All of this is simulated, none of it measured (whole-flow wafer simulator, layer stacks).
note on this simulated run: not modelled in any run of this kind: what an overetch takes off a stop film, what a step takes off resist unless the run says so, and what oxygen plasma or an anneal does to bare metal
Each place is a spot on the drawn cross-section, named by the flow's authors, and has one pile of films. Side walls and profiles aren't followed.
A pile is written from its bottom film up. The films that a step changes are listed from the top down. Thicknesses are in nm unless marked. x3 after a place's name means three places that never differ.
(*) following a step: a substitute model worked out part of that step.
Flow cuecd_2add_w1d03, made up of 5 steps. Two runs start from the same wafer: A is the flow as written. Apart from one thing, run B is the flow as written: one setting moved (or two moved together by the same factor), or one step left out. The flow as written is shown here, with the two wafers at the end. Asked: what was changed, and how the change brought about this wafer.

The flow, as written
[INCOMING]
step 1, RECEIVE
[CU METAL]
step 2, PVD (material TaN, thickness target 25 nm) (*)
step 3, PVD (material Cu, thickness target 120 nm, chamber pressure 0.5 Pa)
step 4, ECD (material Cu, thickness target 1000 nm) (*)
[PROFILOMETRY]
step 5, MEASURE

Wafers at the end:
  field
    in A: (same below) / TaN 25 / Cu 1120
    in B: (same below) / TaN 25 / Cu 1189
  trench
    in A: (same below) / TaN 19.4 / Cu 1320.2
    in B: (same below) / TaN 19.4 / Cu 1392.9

Cause: step 3, PVD: thickness target 189 nm was run, whereas the flow has thickness target 120 nm.

How this came from the change, step by step:
  step 3, PVD (material Cu, thickness target 120 nm, chamber pressure 0.5 Pa)
      field: A Cu gains 120 (new film) | B Cu gains 189 (new film)
      trench: A Cu gains 93.4 (new film) | B Cu gains 147 (new film)
